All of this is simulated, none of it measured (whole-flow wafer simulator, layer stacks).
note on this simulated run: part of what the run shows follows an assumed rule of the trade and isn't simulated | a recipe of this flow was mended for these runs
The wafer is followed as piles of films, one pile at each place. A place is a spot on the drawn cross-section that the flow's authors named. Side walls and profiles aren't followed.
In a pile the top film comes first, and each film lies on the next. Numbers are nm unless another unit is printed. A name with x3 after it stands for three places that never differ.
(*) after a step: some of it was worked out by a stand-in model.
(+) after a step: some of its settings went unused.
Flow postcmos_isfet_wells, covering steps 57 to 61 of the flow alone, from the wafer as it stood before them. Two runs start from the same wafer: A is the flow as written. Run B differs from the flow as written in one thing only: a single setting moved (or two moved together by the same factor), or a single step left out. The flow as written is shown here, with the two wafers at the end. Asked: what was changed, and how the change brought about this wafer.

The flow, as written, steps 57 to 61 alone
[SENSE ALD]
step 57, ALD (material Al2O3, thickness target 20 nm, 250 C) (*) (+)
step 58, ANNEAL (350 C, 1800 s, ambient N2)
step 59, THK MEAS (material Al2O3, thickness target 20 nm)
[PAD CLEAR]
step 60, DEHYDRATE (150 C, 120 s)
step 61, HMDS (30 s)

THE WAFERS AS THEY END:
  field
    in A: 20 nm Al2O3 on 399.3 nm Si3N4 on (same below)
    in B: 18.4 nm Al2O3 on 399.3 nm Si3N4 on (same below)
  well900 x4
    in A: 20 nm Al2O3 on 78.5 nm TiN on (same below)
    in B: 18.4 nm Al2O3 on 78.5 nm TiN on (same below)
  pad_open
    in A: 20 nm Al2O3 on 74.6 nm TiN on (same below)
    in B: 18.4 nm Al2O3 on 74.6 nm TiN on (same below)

Cause: step 57, ALD: 100 C was run, while the flow as written has 250 C.

The path from the change to this, step by step:
  step 57, ALD (material Al2O3, thickness target 20 nm, 250 C) (*) (+)
      field, margin x3, well900 x4, pad_open: A +20 Al2O3 (new film) | B +18.4 Al2O3 (new film)
